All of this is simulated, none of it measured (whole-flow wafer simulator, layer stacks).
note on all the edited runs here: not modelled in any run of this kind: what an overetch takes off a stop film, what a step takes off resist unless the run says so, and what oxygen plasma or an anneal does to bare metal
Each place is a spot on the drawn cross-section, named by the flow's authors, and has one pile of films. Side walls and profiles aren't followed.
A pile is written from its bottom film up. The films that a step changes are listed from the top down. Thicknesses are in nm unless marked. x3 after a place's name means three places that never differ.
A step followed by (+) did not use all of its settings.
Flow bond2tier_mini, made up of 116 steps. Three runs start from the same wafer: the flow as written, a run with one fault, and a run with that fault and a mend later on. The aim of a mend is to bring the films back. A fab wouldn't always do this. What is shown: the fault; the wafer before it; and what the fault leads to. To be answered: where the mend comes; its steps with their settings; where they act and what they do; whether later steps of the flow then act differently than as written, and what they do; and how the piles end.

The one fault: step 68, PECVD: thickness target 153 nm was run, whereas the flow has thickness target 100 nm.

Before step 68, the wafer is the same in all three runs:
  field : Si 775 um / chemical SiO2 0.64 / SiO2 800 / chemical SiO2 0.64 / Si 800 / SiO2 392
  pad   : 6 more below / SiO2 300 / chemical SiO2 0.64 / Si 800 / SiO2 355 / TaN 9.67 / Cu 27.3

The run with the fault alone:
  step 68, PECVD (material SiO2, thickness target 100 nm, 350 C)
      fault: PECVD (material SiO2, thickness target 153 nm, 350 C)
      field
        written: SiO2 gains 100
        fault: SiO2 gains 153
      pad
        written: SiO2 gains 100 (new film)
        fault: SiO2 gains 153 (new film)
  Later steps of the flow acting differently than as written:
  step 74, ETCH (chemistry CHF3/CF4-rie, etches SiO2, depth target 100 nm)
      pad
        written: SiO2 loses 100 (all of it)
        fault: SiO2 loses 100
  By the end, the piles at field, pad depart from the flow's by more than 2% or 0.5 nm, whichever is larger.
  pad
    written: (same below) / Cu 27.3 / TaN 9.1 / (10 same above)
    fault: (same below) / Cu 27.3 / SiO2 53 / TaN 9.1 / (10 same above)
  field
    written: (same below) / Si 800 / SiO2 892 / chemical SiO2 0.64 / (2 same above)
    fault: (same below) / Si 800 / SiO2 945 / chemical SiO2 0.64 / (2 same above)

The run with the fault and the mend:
  The mend stands after step 73.
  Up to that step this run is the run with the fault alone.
  step 73a, STRIP (chemistry O2, over-ash 100%) (+)
      field
        KrF resist loses 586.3 (all of it)
  step 73b, ETCH (chemistry CHF3/CF4-rie, etches SiO2, depth target 53 nm) (the flow's step 62 again, with other settings)
      field, pad
        SiO2 loses 53
  step 73c, COAT (KrF resist, thickness 600 nm) (the flow's step 69 again)
      field, pad
        KrF resist gains 600 (new film)
  step 73d, SOFTBAKE (KrF resist) (the flow's step 70 again)
      does not change any film at any place that is followed
  step 73e, EXPOSE (photomask T2PAD, NA 0.6) (the flow's step 71 again)
      does not change any film at any place that is followed
  step 73f, PEB (KrF resist) (the flow's step 72 again)
      does not change any film at any place that is followed
  step 73g, DEVELOP (developer TMAH-0.26N, 60 s) (the flow's step 73 again)
      field
        KrF resist loses 13.7
      pad
        KrF resist loses 600 (all of it)
  None of the later steps of the flow acts differently than as written at any place that is followed.
  At every place that both follow, the piles at the end match the flow's.
